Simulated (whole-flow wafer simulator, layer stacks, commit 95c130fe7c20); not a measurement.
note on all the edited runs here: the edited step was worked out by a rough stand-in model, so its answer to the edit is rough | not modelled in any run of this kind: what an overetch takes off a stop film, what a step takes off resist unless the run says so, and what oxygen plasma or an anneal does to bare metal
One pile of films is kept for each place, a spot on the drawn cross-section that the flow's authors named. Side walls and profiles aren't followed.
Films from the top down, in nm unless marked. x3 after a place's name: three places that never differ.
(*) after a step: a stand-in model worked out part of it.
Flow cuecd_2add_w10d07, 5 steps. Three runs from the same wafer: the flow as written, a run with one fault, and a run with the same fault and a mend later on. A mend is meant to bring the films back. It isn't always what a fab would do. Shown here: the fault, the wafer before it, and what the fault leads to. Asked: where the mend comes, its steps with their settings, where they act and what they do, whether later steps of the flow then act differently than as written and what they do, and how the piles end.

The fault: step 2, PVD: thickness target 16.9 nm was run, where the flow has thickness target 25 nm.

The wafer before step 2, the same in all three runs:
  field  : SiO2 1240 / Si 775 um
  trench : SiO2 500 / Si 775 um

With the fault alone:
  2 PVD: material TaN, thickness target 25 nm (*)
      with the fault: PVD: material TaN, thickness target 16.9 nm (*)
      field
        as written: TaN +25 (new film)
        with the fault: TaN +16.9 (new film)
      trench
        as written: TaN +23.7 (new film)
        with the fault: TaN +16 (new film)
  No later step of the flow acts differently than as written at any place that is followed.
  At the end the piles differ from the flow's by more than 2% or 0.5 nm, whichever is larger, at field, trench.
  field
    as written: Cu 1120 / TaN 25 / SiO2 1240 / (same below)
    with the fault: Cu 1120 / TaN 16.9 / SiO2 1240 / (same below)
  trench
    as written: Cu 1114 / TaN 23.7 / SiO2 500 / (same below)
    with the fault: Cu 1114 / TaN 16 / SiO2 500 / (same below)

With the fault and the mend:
  The mend comes after step 2.
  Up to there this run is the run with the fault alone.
  2a PVD: material TaN, thickness target 8.1 nm (*) (the flow's step 2 once more, with other settings)
      field
        TaN +8.1
      trench
        TaN +7.66
  No later step of the flow acts differently than as written at any place that is followed.
  At the end the piles are the same as the flow's at every place that both follow.
